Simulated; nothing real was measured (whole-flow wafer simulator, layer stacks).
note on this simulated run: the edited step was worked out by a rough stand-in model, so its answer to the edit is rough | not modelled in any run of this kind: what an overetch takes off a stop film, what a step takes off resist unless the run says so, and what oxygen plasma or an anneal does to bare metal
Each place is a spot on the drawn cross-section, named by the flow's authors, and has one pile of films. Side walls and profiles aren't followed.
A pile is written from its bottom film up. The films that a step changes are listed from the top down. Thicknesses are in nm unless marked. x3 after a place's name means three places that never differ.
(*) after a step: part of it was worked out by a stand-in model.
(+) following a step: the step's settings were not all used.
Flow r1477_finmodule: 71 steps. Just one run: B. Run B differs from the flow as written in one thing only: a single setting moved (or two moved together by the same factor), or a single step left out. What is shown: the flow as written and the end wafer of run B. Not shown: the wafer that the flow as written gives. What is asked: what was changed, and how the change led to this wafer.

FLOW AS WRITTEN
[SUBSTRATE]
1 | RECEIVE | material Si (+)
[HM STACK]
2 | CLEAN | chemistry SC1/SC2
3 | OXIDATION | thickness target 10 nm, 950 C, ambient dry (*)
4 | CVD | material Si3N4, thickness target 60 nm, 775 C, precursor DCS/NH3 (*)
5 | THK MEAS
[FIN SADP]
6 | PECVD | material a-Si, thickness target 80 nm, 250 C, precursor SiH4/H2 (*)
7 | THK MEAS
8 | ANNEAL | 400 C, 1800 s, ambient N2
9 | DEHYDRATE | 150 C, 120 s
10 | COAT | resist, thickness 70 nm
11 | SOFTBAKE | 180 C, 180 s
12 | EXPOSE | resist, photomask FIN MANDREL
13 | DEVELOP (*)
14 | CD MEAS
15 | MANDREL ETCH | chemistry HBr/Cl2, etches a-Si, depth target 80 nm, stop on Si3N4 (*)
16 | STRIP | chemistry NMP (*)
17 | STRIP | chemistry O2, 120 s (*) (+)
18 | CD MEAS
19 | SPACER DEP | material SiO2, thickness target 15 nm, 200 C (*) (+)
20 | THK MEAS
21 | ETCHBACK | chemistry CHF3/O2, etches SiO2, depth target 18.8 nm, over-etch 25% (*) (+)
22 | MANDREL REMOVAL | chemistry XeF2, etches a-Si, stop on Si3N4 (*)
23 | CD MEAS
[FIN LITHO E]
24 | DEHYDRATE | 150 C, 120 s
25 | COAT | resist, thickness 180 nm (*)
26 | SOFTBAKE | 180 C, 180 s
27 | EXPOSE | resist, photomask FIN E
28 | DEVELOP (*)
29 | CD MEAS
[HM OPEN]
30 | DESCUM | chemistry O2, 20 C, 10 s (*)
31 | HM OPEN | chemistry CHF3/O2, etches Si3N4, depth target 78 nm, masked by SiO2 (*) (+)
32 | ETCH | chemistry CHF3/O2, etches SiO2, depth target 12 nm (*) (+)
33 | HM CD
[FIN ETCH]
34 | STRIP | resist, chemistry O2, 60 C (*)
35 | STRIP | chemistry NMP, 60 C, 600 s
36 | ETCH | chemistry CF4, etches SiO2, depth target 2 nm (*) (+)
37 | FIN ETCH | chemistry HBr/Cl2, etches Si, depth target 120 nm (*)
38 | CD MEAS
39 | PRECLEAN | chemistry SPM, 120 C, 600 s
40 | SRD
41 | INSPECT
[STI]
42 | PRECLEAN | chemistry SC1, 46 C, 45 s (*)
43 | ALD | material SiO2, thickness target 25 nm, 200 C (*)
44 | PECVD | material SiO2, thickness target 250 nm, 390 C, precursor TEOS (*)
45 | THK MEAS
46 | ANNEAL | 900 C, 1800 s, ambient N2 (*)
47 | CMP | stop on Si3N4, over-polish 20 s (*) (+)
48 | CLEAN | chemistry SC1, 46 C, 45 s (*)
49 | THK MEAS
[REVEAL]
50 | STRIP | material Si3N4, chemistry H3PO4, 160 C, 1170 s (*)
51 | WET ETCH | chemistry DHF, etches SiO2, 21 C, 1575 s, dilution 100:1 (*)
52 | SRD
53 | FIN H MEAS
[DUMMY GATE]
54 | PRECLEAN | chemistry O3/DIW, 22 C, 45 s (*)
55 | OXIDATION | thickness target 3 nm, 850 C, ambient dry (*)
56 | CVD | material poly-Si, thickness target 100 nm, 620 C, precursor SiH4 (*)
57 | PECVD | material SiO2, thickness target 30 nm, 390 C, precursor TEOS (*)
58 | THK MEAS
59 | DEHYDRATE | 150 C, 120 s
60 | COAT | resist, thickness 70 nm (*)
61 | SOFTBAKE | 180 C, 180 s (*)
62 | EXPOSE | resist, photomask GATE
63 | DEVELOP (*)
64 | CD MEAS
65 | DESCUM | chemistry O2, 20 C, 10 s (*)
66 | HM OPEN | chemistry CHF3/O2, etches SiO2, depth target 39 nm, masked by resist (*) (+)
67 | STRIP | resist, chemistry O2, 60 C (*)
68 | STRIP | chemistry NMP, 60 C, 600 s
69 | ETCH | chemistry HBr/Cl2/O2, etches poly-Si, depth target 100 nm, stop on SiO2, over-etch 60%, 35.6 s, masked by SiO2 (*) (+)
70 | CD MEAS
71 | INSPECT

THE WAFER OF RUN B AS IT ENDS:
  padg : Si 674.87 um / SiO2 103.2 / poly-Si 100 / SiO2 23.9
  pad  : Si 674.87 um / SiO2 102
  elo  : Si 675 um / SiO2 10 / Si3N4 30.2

Cause: step 69, ETCH: depth target 115 nm was run, though the flow has depth target 100 nm; step 69, ETCH: 40.9 s was run, where the flow has 35.6 s.

The path from the change to this, step by step:
  69 | ETCH | chemistry HBr/Cl2/O2, etches poly-Si, depth target 100 nm, stop on SiO2, over-etch 60%, 35.6 s, masked by SiO2 (*) (+)
      padg, elg, esg and 15 more: -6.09 SiO2 (it would be, as written: -5.3 SiO2)
      pad, eso, e40so and 8 more: -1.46 chemical SiO2 (all of it), -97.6 poly-Si (all of it), -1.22 SiO2 (it would be, as written: -1.46 chemical SiO2 (all of it), -97.6 poly-Si (all of it), -0.42 SiO2)
      (also at 4 further places)
